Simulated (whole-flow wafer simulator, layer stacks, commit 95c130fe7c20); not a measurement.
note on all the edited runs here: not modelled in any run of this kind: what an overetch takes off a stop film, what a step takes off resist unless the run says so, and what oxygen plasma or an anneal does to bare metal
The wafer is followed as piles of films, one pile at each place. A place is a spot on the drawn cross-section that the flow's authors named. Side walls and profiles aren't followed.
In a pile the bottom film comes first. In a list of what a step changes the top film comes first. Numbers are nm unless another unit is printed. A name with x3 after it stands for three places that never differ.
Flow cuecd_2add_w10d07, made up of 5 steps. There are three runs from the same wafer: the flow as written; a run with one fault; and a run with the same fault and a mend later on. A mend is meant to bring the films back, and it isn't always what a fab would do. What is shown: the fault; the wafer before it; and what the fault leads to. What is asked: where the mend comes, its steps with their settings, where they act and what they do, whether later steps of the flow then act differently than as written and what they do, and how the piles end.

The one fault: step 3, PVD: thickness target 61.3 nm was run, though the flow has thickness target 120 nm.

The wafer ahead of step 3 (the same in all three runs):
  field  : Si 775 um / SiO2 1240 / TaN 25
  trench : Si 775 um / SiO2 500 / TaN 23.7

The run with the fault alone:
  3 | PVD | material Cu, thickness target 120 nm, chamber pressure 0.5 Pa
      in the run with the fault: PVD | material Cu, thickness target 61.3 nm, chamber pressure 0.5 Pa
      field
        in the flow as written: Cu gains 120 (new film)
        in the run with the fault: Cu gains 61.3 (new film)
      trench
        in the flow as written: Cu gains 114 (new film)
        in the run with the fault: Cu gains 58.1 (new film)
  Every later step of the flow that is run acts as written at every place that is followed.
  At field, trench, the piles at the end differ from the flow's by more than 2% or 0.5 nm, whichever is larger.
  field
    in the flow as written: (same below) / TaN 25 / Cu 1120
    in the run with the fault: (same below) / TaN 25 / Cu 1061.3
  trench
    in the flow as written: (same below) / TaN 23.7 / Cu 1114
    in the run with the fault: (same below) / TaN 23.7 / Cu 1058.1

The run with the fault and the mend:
  The mend stands after step 3.
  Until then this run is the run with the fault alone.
  3a | ETCH | chemistry cu recess dil, depth target 70.44 nm
      field
        Cu loses 61.3 (all of it)
      trench
        Cu loses 58.1 (all of it)
  3b | PVD | material Cu, thickness target 120 nm, chamber pressure 0.5 Pa (a further turn of the flow's step 3)
      field
        Cu gains 120 (new film)
      trench
        Cu gains 114 (new film)
  Every later step of the flow that is run acts as written at every place that is followed.
  The piles end the same as the flow's at every place that both follow.
